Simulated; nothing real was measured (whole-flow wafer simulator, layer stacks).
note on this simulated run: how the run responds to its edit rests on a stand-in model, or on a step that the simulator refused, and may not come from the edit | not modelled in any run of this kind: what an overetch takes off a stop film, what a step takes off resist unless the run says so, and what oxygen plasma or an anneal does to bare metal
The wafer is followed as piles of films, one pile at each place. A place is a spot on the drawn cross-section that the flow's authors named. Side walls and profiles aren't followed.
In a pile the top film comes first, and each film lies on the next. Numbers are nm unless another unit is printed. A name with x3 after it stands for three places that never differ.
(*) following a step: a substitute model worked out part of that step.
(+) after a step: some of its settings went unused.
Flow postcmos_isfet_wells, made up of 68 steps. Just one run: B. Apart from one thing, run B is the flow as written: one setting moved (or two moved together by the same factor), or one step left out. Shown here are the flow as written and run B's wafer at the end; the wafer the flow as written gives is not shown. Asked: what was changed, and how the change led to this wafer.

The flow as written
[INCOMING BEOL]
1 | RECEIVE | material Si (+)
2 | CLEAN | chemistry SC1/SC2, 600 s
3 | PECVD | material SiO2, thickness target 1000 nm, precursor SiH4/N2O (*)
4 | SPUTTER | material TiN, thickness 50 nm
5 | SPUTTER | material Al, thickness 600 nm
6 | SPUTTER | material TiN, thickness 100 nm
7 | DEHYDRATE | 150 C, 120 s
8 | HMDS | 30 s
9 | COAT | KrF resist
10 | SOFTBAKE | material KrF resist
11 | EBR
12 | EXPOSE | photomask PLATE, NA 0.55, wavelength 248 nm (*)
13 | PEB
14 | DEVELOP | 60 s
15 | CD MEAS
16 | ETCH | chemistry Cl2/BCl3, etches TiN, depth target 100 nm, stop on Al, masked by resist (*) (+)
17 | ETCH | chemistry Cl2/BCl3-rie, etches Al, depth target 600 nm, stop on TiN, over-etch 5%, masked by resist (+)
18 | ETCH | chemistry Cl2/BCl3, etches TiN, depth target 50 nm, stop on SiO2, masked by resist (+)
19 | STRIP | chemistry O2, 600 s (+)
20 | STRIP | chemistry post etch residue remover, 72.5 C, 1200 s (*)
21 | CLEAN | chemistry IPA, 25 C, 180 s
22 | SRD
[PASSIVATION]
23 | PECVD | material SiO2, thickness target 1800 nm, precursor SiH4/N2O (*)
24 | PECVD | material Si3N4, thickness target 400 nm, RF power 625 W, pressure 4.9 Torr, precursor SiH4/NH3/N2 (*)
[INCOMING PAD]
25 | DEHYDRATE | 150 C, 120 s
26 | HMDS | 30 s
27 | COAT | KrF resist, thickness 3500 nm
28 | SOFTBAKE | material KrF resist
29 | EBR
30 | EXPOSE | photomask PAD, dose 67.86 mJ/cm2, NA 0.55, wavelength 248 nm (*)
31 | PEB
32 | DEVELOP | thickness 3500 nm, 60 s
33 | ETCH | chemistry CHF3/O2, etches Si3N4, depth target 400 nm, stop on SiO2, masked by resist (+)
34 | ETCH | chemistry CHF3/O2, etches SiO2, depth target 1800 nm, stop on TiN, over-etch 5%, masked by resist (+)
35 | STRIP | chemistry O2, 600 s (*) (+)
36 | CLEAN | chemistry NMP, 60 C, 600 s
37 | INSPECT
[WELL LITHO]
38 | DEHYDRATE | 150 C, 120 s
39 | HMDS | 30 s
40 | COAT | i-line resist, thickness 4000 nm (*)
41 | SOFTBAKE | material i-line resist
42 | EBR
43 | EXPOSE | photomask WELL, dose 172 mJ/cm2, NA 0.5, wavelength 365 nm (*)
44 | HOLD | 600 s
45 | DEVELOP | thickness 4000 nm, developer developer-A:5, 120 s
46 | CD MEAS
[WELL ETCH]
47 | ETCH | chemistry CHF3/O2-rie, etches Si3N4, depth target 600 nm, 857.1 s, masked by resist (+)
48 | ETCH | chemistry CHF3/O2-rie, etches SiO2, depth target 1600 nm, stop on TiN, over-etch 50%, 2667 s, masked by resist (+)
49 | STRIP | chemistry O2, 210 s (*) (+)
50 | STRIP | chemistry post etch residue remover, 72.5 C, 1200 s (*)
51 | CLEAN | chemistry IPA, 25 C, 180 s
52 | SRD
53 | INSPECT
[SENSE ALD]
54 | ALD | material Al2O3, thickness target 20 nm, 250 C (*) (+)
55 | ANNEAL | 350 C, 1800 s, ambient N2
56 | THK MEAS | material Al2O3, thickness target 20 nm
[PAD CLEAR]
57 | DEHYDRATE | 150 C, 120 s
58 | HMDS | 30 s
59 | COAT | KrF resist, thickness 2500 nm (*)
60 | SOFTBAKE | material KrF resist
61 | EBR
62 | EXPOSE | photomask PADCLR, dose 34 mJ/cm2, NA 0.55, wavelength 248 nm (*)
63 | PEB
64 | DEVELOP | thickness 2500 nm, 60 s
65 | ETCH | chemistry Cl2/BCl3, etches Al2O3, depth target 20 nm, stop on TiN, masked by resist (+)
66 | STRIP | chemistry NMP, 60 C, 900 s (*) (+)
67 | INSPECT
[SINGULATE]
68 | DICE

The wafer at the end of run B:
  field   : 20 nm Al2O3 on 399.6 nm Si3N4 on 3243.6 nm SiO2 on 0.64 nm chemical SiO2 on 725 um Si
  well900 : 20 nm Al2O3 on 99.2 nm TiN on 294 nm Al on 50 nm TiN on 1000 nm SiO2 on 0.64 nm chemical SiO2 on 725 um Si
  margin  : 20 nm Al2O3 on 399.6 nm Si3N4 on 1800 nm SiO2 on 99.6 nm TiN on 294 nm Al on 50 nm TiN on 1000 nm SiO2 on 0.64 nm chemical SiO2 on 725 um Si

Cause: step 5, SPUTTER: thickness 294 nm was run, while the flow as written has thickness 600 nm.
One can read it off the wafer: well900 has Al 294, and step 5 as written asks for 600 nm.

How this came from the change, step by step:
  5 | SPUTTER | material Al, thickness 600 nm
      field, margin, well900, well1300 x3, pad_rim, pad_clr, pad_open: Al gains 294 (new film) (it would be, as written: Al gains 600 (new film))
  17 | ETCH | chemistry Cl2/BCl3-rie, etches Al, depth target 600 nm, stop on TiN, over-etch 5%, masked by resist (+)
      margin, well900, well1300 x3, pad_rim, pad_clr, pad_open: KrF resist loses 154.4 (it would be, as written: KrF resist loses 300)
      field: Al loses 294 (all of it) (it would be, as written: Al loses 600 (all of it))
  19 | STRIP | chemistry O2, 600 s (+)
      margin, well900, well1300 x3, pad_rim, pad_clr, pad_open: KrF resist loses 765 (all of it) (it would be, as written: KrF resist loses 619.4 (all of it))
  23 | PECVD | material SiO2, thickness target 1800 nm, precursor SiH4/N2O (*)
      field: SiO2 gains 2243.6 (it would be, as written: SiO2 gains 1800 (new film), void gains 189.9 (new film), SiO2 gains 559.7)
